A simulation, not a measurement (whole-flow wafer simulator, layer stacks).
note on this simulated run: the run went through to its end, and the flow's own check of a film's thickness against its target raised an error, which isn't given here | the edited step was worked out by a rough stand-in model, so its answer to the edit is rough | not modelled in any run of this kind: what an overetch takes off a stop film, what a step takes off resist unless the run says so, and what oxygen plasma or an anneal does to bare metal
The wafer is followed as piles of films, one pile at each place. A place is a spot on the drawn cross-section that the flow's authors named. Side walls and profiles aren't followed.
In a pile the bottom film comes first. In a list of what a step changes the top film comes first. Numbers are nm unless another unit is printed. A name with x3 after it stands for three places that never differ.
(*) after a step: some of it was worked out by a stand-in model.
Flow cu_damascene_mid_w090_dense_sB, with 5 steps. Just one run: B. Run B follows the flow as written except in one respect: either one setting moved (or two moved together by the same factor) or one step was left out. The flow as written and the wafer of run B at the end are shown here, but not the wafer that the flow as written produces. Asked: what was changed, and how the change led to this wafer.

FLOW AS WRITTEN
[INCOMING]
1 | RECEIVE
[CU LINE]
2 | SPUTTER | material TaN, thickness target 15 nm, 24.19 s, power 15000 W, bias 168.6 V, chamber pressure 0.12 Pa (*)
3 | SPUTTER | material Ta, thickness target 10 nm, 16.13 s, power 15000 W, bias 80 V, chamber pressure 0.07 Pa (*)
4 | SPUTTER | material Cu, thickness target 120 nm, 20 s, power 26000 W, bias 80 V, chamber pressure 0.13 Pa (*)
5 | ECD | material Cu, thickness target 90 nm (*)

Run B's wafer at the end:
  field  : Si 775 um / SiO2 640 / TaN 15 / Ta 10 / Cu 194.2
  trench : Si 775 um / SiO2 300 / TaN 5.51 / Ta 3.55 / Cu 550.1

The reason: step 5, ECD: thickness target 74.2 nm was run, though the flow has thickness target 90 nm.

How this came from the change, step by step:
  5 | ECD | material Cu, thickness target 90 nm (*)
      field: Cu gains 74.2 (in the flow as written it would be: Cu gains 90)
      trench: Cu gains 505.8 (in the flow as written it would be: Cu gains 521.6)
